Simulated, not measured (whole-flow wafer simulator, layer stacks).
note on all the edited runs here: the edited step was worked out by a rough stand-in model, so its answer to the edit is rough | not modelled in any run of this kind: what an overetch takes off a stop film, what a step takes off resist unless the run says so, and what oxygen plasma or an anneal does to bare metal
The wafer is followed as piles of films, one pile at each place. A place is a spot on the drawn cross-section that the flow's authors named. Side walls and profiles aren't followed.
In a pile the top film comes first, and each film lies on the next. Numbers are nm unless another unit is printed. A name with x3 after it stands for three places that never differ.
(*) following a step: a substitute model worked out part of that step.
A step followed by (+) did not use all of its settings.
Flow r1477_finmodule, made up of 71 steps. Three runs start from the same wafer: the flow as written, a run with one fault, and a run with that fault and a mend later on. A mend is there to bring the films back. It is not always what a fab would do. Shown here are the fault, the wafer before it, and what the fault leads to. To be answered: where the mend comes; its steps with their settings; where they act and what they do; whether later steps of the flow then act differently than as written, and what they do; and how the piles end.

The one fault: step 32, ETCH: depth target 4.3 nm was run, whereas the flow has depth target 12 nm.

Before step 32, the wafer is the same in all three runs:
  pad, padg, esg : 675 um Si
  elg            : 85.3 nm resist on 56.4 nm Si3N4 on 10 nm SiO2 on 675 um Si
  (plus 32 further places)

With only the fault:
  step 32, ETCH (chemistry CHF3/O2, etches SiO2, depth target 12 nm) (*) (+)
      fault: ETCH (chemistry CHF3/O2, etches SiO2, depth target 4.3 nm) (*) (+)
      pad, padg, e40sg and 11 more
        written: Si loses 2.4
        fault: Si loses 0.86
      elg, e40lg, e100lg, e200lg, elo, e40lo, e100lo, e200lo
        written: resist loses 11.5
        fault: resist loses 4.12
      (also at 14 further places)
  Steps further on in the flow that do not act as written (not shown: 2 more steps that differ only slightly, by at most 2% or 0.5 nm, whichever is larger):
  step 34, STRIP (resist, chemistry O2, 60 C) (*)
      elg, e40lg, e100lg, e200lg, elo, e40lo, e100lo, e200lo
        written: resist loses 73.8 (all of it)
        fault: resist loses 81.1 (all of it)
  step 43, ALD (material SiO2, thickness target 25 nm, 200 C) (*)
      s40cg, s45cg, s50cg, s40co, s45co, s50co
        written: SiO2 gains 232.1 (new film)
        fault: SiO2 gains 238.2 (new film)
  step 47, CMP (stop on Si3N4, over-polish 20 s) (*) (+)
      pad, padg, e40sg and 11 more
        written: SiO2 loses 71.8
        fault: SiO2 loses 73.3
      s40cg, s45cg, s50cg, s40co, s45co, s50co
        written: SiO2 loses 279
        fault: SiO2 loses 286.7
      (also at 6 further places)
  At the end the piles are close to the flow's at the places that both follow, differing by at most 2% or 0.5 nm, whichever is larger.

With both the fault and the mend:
  The mend stands after step 32.
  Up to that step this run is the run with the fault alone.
  step 32a, ETCH (chemistry CHF3/O2, etches SiO2, depth target 7.7 nm) (*) (the flow's step 32, run once more with other settings)
      pad, padg, e40sg and 11 more
        Si loses 1.54
      elg, e40lg, e100lg, e200lg, elo, e40lo, e100lo, e200lo
        resist loses 7.38
      s40sg_line, s45sg_line, s50sg_line, s40so_line, s45so_line, s50so_line
        SiO2 loses 7.7
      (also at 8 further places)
  None of the later steps of the flow differs from how it acts as written, at any place that is followed, by more than 2% or 0.5 nm, whichever is larger.
  At the end the piles are close to the flow's at the places that both follow, differing by at most 2% or 0.5 nm, whichever is larger.
